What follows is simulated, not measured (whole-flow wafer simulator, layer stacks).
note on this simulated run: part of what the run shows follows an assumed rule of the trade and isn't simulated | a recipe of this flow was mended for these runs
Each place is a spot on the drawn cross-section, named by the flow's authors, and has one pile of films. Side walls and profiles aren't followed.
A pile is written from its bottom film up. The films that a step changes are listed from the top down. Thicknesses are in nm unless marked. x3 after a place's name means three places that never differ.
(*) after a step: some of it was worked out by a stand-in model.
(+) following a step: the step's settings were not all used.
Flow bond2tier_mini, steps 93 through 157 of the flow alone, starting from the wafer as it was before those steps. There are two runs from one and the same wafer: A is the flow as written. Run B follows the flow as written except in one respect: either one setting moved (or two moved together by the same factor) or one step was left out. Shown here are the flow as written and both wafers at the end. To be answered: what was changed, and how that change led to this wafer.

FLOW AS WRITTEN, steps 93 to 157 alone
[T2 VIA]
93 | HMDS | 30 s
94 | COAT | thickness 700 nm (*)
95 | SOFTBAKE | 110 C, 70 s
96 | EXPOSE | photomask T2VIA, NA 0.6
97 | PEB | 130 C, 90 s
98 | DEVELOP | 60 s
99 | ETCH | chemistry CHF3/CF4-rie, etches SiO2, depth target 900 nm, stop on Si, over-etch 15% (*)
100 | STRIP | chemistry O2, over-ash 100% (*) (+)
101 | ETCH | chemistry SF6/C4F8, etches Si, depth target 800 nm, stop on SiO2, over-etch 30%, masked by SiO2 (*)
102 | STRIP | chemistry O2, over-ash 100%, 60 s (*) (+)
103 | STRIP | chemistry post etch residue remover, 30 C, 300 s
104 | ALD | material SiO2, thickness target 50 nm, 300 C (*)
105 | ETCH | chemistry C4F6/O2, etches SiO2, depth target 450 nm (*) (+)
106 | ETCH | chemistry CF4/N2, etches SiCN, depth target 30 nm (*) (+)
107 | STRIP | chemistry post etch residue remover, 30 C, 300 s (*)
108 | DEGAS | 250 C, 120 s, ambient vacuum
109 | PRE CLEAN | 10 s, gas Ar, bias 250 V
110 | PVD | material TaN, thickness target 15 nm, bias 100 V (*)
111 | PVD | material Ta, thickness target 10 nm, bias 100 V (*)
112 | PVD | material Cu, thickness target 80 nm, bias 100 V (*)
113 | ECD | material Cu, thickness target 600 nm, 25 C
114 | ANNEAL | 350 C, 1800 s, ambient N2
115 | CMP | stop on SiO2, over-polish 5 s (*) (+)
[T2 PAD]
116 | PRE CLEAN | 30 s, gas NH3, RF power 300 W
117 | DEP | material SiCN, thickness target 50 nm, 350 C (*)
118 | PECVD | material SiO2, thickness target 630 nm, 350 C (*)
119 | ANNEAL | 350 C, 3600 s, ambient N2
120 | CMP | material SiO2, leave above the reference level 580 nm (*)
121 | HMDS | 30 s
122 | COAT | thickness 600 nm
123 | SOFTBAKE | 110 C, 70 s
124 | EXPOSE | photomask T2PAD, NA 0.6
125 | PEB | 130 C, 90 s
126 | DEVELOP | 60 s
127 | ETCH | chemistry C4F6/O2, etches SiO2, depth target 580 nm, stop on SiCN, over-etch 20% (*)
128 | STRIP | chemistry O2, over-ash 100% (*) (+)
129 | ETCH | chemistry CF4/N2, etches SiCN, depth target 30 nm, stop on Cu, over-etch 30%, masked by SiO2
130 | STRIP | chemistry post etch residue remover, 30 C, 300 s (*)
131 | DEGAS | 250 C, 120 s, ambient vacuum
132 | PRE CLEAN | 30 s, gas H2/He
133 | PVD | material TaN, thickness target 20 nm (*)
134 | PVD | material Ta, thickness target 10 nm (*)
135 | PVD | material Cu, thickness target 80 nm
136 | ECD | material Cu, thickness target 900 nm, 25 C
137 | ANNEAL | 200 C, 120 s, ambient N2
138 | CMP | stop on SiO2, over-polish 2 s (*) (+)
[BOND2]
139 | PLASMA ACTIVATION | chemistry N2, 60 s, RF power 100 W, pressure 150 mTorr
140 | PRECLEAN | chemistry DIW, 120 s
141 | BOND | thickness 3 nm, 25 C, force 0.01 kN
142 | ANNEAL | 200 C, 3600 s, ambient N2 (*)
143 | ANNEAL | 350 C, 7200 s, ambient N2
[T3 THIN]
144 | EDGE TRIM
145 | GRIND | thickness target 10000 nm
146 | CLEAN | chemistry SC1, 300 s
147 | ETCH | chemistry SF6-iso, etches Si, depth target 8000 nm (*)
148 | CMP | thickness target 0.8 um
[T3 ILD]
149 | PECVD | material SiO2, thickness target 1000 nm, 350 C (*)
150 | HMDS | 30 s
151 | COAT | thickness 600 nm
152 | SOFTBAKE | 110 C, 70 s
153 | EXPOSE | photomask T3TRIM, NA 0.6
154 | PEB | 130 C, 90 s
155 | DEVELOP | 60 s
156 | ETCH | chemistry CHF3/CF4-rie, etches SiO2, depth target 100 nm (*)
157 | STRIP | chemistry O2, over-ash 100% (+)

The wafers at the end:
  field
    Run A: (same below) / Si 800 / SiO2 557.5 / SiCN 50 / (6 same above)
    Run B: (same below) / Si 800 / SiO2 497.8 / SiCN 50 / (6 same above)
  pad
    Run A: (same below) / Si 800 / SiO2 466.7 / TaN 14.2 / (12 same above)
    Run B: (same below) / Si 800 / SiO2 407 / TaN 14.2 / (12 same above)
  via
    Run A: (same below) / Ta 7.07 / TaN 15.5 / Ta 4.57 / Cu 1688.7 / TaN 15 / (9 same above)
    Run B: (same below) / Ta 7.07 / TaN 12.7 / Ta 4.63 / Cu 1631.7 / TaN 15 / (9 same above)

Cause: step 105, ETCH: depth target 509.5 nm was run, whereas the flow has depth target 450 nm; step 109, PRE CLEAN: bias 282 V was run, where the flow has bias 250 V.

The path from the change to this, step by step:
  105 | ETCH | chemistry C4F6/O2, etches SiO2, depth target 450 nm (*) (+)
      field, pad: A SiO2 loses 450 | B SiO2 loses 509.5
      via: A SiO2 loses 348.1 (all of it), SiCN loses 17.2 | B SiO2 loses 348.1 (all of it), SiCN loses 27.2
  106 | ETCH | chemistry CF4/N2, etches SiCN, depth target 30 nm (*) (+)
      via: A SiCN loses 17.6 (all of it), TaN loses 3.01 | B SiCN loses 7.61 (all of it), TaN loses 5.46
  113 | ECD | material Cu, thickness target 600 nm, 25 C
      via: A Cu gains 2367 | B Cu gains 2309.4
